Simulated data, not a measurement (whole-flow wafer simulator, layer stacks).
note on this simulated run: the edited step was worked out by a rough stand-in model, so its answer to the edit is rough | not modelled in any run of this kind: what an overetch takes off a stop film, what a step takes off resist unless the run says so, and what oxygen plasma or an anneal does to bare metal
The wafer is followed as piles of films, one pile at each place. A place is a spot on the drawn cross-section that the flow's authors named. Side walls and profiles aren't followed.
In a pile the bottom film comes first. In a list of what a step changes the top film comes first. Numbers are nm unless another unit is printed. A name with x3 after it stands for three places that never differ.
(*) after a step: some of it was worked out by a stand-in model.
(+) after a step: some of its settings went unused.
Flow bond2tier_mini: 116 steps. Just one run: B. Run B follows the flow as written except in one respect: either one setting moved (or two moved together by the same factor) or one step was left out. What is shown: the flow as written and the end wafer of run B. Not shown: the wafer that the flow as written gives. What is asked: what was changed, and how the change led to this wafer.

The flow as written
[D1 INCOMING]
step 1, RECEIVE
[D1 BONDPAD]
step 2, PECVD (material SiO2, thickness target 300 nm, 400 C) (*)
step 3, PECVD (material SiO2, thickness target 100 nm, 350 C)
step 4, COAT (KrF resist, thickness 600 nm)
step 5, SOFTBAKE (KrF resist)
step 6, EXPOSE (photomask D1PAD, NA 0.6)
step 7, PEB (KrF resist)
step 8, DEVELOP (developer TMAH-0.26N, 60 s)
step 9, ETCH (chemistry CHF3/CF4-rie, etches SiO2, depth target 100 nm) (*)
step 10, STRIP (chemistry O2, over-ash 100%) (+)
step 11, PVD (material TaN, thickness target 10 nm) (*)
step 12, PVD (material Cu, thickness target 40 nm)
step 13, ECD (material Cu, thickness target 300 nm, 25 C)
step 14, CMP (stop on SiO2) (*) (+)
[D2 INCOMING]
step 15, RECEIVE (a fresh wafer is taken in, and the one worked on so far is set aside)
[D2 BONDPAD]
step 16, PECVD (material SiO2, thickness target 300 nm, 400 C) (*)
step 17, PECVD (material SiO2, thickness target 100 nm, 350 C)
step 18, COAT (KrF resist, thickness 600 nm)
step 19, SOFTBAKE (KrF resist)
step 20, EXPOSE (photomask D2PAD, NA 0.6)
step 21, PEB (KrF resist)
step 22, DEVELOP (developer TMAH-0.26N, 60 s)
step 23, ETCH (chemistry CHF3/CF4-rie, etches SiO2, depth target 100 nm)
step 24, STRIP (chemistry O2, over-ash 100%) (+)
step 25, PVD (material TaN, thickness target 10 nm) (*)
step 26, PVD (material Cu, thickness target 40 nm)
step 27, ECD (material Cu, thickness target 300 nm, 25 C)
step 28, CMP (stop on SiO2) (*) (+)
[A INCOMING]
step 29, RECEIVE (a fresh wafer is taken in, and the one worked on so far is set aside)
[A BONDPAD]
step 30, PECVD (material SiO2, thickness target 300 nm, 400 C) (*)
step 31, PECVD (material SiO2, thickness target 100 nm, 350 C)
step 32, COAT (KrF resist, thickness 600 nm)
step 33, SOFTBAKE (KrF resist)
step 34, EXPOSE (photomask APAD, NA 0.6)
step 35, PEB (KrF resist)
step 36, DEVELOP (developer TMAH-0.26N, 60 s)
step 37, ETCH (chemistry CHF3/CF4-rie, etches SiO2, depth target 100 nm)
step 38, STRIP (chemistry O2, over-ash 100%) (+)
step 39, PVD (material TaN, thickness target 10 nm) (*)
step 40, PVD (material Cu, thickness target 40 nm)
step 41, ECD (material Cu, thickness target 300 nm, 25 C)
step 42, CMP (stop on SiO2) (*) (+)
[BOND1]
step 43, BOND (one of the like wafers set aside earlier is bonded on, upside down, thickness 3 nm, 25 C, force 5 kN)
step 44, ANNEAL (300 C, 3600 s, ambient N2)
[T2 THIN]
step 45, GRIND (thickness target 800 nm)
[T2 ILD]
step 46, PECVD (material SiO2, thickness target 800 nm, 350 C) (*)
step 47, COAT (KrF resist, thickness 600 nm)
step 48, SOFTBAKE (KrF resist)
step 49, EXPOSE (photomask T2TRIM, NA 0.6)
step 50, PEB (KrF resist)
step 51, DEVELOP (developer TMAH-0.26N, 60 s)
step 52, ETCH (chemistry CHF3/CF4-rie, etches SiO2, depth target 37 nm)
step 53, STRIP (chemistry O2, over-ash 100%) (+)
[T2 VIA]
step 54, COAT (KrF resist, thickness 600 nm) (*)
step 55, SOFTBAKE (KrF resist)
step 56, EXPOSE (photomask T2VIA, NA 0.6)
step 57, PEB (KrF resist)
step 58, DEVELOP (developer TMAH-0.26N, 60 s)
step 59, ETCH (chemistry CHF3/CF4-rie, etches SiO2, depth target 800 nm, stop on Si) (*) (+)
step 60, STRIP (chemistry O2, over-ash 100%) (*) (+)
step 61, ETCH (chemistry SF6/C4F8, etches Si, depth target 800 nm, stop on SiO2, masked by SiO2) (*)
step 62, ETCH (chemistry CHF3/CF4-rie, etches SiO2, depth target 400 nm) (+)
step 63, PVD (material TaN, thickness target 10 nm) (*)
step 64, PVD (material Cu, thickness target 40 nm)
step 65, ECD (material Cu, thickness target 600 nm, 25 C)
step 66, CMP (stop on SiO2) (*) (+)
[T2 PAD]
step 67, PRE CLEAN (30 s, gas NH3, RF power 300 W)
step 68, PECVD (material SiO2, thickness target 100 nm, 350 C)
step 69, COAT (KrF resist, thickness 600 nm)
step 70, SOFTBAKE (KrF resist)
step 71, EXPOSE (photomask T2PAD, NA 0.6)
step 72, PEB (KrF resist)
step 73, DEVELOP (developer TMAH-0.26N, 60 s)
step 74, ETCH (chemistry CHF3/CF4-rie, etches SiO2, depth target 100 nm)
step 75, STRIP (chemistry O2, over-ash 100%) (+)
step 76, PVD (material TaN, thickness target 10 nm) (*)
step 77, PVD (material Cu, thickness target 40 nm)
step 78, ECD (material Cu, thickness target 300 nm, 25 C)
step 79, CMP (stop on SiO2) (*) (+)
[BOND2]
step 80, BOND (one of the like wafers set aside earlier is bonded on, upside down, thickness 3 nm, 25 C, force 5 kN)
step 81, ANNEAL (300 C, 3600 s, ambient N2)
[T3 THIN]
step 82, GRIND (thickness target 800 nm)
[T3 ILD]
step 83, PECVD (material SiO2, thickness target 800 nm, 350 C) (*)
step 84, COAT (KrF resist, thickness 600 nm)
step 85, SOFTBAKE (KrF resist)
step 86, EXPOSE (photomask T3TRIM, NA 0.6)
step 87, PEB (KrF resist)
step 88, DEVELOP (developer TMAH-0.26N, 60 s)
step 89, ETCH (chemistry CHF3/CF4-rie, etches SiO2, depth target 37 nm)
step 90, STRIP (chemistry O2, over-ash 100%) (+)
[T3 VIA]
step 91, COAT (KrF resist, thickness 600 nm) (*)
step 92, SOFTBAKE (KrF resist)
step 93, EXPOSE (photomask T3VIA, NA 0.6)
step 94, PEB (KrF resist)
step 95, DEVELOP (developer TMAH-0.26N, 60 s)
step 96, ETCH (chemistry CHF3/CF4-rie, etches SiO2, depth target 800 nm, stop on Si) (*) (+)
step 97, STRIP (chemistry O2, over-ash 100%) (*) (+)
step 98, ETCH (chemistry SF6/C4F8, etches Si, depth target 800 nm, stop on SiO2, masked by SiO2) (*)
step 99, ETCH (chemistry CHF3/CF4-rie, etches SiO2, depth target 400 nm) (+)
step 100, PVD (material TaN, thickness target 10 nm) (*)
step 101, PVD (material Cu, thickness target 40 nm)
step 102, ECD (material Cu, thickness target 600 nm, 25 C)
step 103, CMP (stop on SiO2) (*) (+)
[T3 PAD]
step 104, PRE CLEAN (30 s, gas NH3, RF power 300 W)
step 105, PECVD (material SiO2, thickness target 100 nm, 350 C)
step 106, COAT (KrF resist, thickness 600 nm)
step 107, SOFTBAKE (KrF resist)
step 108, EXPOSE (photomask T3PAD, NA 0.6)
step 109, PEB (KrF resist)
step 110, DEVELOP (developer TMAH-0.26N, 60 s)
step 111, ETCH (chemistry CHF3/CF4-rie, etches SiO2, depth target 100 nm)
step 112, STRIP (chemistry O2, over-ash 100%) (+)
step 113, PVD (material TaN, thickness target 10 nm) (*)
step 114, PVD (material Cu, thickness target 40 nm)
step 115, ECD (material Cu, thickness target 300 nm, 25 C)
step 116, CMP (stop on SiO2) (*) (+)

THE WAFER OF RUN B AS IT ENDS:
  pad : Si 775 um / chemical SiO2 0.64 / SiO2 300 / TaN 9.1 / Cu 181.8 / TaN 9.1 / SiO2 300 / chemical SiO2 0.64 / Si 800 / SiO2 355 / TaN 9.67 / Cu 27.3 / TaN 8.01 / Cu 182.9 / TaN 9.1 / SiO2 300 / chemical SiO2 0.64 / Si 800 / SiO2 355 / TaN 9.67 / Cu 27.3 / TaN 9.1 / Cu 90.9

The reason: step 76, PVD: thickness target 8.8 nm was run, though the flow has thickness target 10 nm.

The path from the change to this, step by step:
  step 76, PVD (material TaN, thickness target 10 nm) (*)
      field: +8.8 TaN (new film) (in the flow as written it would be: +10 TaN (new film))
      pad: +8.01 TaN (new film) (in the flow as written it would be: +9.1 TaN (new film))
  step 79, CMP (stop on SiO2) (*) (+)
      field: -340 Cu (all of it), -8.8 TaN (all of it) (in the flow as written it would be: -340 Cu (all of it), -10 TaN (all of it))
